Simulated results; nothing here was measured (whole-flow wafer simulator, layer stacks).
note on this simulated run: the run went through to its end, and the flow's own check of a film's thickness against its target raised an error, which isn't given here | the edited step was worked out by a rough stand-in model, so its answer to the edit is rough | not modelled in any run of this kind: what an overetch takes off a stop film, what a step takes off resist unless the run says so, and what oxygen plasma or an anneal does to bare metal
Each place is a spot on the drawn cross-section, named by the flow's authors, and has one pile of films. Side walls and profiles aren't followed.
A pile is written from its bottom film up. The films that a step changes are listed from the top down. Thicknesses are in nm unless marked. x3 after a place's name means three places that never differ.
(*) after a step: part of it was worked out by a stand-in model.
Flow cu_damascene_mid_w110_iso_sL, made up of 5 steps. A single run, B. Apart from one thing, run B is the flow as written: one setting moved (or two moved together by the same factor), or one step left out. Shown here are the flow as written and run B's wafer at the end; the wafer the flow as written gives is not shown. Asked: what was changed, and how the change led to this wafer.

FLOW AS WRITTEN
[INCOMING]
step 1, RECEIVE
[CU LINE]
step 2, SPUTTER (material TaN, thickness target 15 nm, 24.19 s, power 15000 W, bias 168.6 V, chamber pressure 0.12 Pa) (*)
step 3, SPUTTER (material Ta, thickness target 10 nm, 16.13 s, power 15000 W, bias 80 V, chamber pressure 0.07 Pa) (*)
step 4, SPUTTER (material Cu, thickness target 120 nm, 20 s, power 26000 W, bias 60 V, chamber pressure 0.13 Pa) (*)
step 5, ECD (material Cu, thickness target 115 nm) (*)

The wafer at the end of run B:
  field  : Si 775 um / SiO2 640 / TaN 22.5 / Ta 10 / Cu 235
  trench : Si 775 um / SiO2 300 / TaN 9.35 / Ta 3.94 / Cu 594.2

The reason: step 2, SPUTTER: thickness target 22.5 nm was run, though the flow has thickness target 15 nm; step 2, SPUTTER: 36.29 s was run, where the flow has 24.19 s.
The wafer lets one read it off: field has TaN 22.5, and step 2 as written asks for 15 nm.

How this came from the change, step by step:
  step 2, SPUTTER (material TaN, thickness target 15 nm, 24.19 s, power 15000 W, bias 168.6 V, chamber pressure 0.12 Pa) (*)
      field: TaN gains 22.5 (new film) (as written it would have been: TaN gains 15 (new film))
      trench: TaN gains 9.35 (new film) (as written it would have been: TaN gains 6.23 (new film))
  step 4, SPUTTER (material Cu, thickness target 120 nm, 20 s, power 26000 W, bias 60 V, chamber pressure 0.13 Pa) (*)
      trench: Cu gains 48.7 (new film) (as written it would have been: Cu gains 49.9 (new film))
